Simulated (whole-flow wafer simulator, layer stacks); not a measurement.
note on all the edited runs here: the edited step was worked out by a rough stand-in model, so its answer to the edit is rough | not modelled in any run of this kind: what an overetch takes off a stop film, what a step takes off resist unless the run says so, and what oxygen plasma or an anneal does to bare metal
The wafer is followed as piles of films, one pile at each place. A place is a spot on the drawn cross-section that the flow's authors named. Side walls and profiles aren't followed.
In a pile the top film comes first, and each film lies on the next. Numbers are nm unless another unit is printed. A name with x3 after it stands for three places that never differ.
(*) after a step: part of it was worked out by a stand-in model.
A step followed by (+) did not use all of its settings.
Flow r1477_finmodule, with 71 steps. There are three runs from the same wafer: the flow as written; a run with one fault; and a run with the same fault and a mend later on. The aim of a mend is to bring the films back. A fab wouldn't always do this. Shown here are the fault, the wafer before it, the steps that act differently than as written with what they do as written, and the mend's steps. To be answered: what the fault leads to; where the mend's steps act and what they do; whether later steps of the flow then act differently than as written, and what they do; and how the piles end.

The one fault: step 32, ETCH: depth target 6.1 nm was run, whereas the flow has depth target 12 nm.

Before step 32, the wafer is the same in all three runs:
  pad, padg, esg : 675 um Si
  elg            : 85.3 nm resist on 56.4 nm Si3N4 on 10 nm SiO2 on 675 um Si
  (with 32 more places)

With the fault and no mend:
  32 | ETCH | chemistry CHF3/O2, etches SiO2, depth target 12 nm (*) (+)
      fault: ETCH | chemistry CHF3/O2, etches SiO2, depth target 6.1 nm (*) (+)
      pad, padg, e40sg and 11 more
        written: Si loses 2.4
        fault: Si loses 1.22
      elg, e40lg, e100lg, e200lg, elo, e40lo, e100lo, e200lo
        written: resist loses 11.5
        fault: resist loses 5.85
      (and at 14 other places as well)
  Steps later in the flow that act otherwise than as written (3 more steps, not shown, differ only slightly: by at most 2% or 0.5 nm, whichever is larger):
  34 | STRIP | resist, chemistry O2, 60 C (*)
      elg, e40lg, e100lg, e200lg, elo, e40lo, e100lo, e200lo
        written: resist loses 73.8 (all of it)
        fault: resist loses 79.4 (all of it)
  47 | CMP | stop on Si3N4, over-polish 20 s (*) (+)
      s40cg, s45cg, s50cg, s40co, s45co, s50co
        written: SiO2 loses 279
        fault: SiO2 loses 284.9
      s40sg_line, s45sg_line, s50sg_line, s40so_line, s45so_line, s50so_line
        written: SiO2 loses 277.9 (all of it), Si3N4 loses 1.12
        fault: SiO2 loses 283.8 (all of it), Si3N4 loses 1.12
  The piles end only slightly different from the flow's at the places that both follow, by no more than 2% or 0.5 nm, whichever is larger.

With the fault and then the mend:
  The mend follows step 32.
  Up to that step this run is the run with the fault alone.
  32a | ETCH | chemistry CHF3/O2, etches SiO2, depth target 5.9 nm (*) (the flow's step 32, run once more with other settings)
      pad, padg, e40sg and 11 more
        Si loses 1.18
      elg, e40lg, e100lg, e200lg, elo, e40lo, e100lo, e200lo
        resist loses 5.65
      s40sg_line, s45sg_line, s50sg_line, s40so_line, s45so_line, s50so_line
        SiO2 loses 5.9
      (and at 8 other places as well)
  Every later step of the flow that is run acts as written, at every place that is followed, to within 2% or 0.5 nm, whichever is larger.
  The piles end only slightly different from the flow's at the places that both follow, by no more than 2% or 0.5 nm, whichever is larger.
